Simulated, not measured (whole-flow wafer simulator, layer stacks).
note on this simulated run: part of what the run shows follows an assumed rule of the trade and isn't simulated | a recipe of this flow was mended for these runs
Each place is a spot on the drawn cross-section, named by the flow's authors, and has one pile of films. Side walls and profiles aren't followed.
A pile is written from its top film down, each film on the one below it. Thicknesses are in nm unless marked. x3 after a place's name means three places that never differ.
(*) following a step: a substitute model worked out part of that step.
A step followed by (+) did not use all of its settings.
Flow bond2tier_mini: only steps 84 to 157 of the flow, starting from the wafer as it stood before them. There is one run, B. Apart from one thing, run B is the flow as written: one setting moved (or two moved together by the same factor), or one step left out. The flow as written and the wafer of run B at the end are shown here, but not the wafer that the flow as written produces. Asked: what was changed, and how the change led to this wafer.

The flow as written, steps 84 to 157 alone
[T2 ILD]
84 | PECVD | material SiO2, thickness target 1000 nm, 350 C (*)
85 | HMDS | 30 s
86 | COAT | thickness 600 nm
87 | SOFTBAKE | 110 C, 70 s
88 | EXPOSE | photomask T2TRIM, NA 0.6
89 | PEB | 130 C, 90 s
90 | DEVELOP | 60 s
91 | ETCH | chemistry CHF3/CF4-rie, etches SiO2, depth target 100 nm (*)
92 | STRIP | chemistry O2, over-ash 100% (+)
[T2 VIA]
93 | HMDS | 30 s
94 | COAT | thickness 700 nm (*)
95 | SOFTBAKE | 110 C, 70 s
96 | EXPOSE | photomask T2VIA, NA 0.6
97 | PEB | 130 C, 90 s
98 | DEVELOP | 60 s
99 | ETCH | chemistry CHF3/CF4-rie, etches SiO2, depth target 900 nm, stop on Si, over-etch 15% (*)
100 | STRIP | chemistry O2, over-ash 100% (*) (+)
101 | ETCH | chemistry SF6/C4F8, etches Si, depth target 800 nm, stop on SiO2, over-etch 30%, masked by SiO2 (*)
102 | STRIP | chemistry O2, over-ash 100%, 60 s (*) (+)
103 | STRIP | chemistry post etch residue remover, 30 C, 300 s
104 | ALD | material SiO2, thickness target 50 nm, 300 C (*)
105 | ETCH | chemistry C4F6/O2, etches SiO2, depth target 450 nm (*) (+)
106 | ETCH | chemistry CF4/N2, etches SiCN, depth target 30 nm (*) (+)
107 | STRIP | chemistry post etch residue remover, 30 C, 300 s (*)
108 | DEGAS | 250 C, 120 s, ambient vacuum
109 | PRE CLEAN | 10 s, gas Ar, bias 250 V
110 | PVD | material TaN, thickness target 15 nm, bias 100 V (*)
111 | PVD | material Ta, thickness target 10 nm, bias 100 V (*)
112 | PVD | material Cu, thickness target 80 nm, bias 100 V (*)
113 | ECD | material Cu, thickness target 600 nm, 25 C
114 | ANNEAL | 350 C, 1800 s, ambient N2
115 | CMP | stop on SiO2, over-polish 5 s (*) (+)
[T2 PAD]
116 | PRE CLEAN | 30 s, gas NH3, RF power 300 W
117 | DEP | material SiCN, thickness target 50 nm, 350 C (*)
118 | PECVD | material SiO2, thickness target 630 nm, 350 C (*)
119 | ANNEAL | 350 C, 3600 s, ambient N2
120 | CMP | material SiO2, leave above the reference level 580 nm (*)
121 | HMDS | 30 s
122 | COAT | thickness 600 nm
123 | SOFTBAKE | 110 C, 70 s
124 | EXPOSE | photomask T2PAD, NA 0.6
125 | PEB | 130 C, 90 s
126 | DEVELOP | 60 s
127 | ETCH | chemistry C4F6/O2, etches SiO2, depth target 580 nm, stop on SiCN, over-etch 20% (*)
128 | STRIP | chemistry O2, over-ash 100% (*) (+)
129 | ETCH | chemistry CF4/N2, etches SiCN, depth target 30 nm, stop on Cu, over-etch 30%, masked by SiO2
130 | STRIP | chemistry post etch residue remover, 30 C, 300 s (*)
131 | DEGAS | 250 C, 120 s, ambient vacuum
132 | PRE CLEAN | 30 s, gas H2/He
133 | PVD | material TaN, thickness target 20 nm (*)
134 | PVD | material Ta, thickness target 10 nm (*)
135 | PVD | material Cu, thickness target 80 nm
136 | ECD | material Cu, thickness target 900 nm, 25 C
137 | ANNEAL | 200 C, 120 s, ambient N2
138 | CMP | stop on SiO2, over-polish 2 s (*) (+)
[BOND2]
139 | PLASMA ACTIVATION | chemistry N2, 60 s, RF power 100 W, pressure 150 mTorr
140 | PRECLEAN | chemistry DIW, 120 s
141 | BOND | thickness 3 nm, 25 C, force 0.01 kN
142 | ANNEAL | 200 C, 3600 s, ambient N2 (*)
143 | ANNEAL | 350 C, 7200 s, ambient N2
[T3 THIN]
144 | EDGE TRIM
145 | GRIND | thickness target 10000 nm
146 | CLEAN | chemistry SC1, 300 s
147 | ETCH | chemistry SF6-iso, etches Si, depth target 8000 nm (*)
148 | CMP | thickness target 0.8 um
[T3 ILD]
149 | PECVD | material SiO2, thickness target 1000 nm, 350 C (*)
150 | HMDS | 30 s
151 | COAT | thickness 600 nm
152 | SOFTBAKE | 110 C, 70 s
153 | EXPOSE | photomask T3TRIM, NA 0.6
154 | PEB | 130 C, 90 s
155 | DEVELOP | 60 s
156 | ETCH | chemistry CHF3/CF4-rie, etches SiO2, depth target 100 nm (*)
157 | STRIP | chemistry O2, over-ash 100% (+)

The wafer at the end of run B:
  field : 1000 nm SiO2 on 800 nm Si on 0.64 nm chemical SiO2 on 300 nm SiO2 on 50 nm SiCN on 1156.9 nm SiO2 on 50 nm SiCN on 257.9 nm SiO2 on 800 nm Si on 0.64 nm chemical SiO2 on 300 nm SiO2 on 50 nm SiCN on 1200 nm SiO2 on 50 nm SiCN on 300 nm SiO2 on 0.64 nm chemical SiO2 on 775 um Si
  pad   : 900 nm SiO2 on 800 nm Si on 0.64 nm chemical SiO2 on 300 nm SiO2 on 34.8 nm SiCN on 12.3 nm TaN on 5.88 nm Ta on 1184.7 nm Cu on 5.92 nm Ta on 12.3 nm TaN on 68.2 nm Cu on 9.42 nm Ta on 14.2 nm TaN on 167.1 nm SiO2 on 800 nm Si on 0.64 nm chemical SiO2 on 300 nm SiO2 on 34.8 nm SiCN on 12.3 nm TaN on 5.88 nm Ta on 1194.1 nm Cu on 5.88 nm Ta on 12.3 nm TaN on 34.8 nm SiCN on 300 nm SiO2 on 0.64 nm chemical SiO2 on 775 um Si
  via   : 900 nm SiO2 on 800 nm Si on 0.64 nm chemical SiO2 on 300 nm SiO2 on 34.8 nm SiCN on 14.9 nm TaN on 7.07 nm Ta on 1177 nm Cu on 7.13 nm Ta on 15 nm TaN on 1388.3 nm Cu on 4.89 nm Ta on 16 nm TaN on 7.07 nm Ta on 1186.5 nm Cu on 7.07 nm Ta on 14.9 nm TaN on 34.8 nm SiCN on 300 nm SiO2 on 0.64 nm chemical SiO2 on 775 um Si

What caused this: step 84, PECVD: thickness target 700 nm was run, while the flow as written has thickness target 1000 nm.

How this came from the change, step by step:
  84 | PECVD | material SiO2, thickness target 1000 nm, 350 C (*)
      field, pad, via: +700 SiO2 (new film) (as written it would have been: +1000 SiO2 (new film))
  99 | ETCH | chemistry CHF3/CF4-rie, etches SiO2, depth target 900 nm, stop on Si, over-etch 15% (*)
      field, pad: -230 thick-KrF-resist (as written it would have been: -345 thick-KrF-resist)
      via: -600 SiO2 (all of it), -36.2 Si (as written it would have been: -900 SiO2 (all of it), -11.2 Si)
  100 | STRIP | chemistry O2, over-ash 100% (*) (+)
      field: -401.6 thick-KrF-resist (all of it) (as written it would have been: -286.6 thick-KrF-resist (all of it))
      pad: -487.9 thick-KrF-resist (all of it) (as written it would have been: -372.9 thick-KrF-resist (all of it))
  101 | ETCH | chemistry SF6/C4F8, etches Si, depth target 800 nm, stop on SiO2, over-etch 30%, masked by SiO2 (*)
      via: -763.8 Si (all of it), -0.64 chemical SiO2 (all of it), -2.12 SiO2 (as written it would have been: -788.8 Si (all of it), -0.64 chemical SiO2 (all of it), -1.87 SiO2)
  112 | PVD | material Cu, thickness target 80 nm, bias 100 V (*)
      via: +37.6 Cu (new film) (as written it would have been: +35 Cu (new film))
  113 | ECD | material Cu, thickness target 600 nm, 25 C
      via: +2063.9 Cu (as written it would have been: +2367 Cu)
